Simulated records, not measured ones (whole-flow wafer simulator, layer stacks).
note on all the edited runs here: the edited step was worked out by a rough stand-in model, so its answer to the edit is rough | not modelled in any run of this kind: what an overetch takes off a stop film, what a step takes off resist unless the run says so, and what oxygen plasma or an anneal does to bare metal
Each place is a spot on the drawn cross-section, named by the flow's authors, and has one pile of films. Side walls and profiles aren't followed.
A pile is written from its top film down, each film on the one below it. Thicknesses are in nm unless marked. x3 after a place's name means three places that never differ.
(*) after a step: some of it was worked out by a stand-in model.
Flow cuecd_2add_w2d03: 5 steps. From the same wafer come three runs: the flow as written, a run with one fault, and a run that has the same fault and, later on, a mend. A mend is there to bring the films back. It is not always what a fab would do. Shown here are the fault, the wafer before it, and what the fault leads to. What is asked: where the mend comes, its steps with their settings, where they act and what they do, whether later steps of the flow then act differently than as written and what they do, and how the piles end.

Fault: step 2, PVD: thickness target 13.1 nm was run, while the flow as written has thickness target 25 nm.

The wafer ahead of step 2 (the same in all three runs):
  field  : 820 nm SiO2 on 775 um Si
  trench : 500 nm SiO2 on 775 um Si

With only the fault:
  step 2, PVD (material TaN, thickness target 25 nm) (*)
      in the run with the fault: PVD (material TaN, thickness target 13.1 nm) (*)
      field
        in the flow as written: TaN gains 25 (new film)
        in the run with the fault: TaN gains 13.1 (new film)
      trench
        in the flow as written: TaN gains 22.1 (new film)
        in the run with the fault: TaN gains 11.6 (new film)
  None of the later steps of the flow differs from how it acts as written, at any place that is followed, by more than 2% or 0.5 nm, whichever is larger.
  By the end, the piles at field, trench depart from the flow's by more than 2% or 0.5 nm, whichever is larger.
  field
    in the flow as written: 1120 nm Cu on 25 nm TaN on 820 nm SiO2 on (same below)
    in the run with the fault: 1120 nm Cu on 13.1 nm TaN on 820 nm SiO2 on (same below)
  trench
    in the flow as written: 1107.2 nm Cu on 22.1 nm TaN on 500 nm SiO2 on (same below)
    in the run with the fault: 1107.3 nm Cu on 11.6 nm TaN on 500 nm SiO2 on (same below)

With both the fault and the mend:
  The mend stands after step 2.
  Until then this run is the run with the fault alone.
  step 2a, PVD (material TaN, thickness target 11.9 nm) (*) (the flow's step 2, run once more with other settings)
      field
        TaN gains 11.9
      trench
        TaN gains 10.5
  None of the later steps of the flow acts differently than as written at any place that is followed.
  By the end, the piles equal the flow's at every place that both follow.
